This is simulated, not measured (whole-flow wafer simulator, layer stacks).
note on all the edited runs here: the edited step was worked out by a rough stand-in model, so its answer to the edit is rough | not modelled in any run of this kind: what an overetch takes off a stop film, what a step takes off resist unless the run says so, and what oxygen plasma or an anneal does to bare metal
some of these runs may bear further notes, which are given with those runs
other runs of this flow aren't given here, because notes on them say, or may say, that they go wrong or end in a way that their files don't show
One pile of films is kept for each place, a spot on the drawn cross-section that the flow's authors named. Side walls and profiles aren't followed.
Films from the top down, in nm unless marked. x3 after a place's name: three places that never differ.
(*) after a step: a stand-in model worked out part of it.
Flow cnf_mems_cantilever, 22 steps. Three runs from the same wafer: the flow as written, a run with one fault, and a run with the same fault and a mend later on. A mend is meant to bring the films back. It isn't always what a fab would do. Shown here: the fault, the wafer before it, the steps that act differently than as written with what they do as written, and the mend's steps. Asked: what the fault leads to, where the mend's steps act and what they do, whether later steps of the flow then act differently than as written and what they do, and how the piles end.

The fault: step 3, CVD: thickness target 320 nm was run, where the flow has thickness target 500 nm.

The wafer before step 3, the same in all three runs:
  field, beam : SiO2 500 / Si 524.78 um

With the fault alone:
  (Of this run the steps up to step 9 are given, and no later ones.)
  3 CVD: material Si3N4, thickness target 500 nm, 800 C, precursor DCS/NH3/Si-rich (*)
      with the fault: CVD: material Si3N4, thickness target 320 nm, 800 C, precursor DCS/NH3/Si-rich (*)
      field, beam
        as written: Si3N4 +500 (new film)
        with the fault: Si3N4 +320 (new film)
  No later step of the flow up to step 9 acts differently than as written at any place that is followed.
  After step 9 the piles differ from the flow's by more than 2% or 0.5 nm, whichever is larger, at field, beam.
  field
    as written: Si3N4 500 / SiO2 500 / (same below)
    with the fault: Si3N4 320 / SiO2 500 / (same below)
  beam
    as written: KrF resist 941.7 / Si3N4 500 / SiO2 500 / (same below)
    with the fault: KrF resist 941.7 / Si3N4 320 / SiO2 500 / (same below)

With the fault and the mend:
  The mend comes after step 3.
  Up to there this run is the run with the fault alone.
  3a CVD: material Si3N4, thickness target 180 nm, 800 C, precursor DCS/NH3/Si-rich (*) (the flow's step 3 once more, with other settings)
      field, beam
        Si3N4 +180
  No later step of the flow acts differently than as written at any place that is followed.
  At the end the piles are the same as the flow's at every place that both follow.
